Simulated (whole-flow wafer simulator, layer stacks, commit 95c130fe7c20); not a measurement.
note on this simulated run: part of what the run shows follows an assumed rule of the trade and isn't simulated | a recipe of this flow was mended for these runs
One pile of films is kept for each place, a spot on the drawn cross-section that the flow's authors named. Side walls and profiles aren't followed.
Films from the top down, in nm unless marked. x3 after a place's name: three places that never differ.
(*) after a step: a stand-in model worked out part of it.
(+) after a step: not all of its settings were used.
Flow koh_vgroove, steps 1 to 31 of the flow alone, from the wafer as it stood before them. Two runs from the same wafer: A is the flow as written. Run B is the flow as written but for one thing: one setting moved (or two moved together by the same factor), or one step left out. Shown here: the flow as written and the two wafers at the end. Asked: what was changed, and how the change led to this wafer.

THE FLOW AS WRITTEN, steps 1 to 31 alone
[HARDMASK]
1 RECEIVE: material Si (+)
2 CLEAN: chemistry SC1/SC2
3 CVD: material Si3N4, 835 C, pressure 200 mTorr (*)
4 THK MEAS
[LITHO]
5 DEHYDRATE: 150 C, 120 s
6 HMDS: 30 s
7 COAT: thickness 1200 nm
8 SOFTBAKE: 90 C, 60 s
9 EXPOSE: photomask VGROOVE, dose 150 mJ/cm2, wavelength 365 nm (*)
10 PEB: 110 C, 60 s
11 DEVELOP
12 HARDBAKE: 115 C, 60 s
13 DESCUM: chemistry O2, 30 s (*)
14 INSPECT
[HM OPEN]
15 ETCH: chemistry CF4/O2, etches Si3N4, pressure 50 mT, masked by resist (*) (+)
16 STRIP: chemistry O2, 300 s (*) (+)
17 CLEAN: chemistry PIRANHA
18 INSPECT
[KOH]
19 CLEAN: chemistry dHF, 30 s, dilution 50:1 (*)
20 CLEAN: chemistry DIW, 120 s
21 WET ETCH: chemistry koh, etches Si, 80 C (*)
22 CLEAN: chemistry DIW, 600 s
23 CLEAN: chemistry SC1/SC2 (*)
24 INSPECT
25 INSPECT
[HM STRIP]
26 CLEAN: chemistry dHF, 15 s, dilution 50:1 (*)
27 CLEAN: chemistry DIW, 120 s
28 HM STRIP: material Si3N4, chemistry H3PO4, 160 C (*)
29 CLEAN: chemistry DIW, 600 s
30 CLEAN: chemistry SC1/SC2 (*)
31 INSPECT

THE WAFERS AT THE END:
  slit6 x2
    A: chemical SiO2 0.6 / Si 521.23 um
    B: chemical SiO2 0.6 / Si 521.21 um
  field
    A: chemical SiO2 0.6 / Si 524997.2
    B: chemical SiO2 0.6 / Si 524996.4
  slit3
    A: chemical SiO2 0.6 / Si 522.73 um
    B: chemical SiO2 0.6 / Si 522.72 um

The cause: step 3, CVD: 827 C was run, where the flow has 835 C.

How the change led to this, step by step:
  3 CVD: material Si3N4, 835 C, pressure 200 mTorr (*)
      field, slit3, slit2, slit6 x2: A Si3N4 +200 (new film) | B Si3N4 +184.5 (new film)
  15 ETCH: chemistry CF4/O2, etches Si3N4, pressure 50 mT, masked by resist (*) (+)
      slit3, slit2, slit6 x2: A Si3N4 -200 (all of it), chemical SiO2 -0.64 (all of it), Si -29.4 | B Si3N4 -184.5 (all of it), chemical SiO2 -0.64 (all of it), Si -44.8
  28 HM STRIP: material Si3N4, chemistry H3PO4, 160 C (*)
      field: A Si3N4 -198.7 (all of it), chemical SiO2 -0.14, Si -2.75 | B Si3N4 -183.3 (all of it), chemical SiO2 -0.14, Si -3.52
